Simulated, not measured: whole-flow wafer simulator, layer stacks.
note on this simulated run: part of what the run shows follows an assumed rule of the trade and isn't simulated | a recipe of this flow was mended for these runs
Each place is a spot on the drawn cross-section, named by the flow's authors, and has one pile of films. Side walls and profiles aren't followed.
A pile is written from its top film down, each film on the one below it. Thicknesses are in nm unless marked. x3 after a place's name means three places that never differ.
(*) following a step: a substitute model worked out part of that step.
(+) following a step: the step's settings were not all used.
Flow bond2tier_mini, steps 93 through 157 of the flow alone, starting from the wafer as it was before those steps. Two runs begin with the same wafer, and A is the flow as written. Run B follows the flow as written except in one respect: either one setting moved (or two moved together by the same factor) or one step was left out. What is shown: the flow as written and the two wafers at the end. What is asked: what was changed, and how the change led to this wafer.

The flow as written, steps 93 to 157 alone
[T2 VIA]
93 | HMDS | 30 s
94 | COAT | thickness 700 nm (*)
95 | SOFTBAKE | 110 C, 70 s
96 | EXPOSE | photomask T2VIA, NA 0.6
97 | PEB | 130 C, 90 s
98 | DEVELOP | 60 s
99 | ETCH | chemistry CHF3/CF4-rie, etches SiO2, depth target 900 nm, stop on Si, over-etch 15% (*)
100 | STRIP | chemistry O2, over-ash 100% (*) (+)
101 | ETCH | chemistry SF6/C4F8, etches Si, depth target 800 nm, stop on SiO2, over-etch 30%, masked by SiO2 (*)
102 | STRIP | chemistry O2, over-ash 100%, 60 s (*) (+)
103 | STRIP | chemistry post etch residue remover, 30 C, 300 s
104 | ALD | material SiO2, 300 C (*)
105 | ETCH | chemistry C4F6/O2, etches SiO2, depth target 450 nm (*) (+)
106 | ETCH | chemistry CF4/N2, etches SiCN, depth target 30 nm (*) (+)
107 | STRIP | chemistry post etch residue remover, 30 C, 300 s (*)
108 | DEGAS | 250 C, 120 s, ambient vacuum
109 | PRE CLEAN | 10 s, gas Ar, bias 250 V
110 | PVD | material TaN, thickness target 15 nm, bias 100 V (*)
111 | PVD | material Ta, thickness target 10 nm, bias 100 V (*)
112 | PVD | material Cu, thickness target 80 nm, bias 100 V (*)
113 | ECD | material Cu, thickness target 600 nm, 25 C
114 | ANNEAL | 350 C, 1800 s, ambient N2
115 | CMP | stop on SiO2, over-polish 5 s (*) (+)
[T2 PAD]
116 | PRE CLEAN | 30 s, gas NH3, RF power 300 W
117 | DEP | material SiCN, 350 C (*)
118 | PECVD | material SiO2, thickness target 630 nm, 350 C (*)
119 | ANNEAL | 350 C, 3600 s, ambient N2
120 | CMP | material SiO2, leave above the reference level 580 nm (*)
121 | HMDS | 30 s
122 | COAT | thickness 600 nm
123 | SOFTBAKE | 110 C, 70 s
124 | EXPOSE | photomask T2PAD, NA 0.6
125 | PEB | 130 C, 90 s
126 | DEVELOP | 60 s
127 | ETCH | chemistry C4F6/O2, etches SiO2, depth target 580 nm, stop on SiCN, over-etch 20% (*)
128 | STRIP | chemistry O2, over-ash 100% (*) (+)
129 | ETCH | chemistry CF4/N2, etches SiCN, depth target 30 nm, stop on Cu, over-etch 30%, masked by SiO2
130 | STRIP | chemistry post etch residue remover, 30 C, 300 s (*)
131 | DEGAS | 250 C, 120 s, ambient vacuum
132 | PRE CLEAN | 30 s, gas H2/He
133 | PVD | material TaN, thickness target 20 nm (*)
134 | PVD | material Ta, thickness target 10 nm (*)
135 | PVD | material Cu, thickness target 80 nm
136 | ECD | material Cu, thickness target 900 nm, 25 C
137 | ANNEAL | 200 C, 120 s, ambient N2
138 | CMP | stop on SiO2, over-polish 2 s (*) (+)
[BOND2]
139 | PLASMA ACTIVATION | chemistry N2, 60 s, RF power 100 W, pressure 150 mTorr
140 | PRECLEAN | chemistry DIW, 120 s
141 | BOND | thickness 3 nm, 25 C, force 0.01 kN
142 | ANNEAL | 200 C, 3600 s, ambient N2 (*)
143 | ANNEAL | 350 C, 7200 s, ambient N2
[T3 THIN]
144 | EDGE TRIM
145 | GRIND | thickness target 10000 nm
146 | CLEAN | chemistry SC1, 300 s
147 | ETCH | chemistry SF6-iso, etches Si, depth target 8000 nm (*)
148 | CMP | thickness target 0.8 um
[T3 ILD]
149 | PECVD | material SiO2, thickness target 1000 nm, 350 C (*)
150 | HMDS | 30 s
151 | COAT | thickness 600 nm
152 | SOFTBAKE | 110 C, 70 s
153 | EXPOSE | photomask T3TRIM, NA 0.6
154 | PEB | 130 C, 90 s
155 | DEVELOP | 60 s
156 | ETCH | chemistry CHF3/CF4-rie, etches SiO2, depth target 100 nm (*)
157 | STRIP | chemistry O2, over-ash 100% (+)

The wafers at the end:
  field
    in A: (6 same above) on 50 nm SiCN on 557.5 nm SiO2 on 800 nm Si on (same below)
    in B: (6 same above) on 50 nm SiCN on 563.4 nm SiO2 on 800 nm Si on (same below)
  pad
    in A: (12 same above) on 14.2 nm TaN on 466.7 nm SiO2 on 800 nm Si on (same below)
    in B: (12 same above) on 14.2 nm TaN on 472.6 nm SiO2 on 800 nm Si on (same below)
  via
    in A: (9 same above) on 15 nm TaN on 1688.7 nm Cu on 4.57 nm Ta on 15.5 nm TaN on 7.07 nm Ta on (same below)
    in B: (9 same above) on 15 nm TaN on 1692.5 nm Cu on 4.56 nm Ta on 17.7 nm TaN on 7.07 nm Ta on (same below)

What caused this: step 106, ETCH: depth target 21.2 nm was run, while the flow as written has depth target 30 nm.

How this came from the change, step by step:
  106 | ETCH | chemistry CF4/N2, etches SiCN, depth target 30 nm (*) (+)
      field, pad: A -20 SiO2 | B -14.1 SiO2
      via: A -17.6 SiCN (all of it), -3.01 TaN | B -17.6 SiCN (all of it), -0.87 TaN
